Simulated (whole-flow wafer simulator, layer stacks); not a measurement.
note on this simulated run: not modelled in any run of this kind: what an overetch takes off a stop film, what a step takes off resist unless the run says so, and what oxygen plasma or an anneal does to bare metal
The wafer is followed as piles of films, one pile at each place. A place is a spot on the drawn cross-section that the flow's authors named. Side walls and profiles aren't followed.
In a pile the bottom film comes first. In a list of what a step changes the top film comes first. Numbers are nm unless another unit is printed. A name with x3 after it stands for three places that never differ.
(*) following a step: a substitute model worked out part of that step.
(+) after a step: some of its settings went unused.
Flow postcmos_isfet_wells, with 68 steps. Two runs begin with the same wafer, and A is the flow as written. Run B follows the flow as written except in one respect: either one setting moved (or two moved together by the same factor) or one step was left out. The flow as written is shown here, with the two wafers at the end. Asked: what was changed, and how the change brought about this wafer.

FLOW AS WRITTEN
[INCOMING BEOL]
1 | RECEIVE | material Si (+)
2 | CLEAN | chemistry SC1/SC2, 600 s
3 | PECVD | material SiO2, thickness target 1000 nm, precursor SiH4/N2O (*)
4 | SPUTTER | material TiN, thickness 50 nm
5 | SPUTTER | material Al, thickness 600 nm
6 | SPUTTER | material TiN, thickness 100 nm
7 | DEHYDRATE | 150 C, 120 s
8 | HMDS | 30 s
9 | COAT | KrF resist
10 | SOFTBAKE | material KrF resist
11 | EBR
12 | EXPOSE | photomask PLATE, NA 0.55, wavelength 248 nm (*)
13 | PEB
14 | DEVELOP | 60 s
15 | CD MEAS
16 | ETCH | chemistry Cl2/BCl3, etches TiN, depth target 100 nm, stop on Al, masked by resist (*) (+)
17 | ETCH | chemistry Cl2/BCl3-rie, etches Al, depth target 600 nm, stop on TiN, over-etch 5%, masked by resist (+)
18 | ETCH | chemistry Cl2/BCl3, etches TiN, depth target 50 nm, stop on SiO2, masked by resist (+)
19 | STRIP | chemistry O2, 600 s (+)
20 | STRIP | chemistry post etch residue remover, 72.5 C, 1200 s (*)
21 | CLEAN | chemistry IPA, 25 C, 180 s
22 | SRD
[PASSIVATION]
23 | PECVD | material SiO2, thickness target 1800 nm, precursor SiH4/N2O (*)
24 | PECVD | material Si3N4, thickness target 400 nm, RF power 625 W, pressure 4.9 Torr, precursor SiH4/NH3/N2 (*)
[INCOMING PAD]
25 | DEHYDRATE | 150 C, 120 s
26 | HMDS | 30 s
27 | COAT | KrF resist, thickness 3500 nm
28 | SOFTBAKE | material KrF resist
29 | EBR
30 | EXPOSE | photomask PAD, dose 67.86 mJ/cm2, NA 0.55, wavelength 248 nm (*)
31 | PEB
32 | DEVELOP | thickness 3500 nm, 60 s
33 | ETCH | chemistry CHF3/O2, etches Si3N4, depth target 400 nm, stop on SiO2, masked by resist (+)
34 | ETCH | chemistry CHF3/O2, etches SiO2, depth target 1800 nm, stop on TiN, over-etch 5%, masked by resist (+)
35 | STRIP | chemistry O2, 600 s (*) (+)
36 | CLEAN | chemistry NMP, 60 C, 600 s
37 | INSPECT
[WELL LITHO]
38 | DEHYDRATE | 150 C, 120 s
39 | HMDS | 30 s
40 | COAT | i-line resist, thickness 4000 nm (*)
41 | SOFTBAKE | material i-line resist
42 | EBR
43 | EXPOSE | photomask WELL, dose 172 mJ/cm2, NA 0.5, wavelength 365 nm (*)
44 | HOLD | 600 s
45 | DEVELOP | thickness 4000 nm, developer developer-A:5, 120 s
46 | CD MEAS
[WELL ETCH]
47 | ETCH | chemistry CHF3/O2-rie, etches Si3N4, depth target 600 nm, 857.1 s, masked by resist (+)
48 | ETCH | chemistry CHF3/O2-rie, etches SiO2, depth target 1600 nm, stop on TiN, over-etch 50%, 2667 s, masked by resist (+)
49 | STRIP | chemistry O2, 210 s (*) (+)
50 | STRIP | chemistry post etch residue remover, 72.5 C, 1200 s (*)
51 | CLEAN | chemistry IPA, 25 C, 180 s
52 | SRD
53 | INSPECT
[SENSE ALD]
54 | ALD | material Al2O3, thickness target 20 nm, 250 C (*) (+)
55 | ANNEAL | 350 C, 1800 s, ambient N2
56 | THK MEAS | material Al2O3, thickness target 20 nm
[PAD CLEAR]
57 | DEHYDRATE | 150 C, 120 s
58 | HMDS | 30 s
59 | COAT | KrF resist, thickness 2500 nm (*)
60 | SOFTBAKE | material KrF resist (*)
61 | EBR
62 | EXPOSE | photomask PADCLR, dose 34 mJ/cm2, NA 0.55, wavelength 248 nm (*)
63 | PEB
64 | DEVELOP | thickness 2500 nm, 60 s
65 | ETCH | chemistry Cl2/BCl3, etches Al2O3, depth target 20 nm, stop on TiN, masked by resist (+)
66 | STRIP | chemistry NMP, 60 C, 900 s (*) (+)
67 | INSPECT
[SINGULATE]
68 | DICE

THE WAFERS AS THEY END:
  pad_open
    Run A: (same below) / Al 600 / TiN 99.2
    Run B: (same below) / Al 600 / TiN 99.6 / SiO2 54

The reason: step 34, ETCH: depth target 1746 nm was run, whereas the flow has depth target 1800 nm.

The path from the change to this, step by step:
  34 | ETCH | chemistry CHF3/O2, etches SiO2, depth target 1800 nm, stop on TiN, over-etch 5%, masked by resist (+)
      pad_open: A -1800 SiO2 (all of it) | B -1746 SiO2
      field, margin, well900, well1300 x3, pad_rim, pad_clr: A -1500 KrF resist | B -1455 KrF resist
  35 | STRIP | chemistry O2, 600 s (*) (+)
      field, margin, well900, well1300 x3, pad_rim, pad_clr: A -1638.4 KrF resist (all of it) | B -1683.4 KrF resist (all of it)
  41 | SOFTBAKE | material i-line resist
      pad_clr: A -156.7 i-line resist | B -151.3 i-line resist
      pad_open: A +115.3 i-line resist | B +112.9 i-line resist
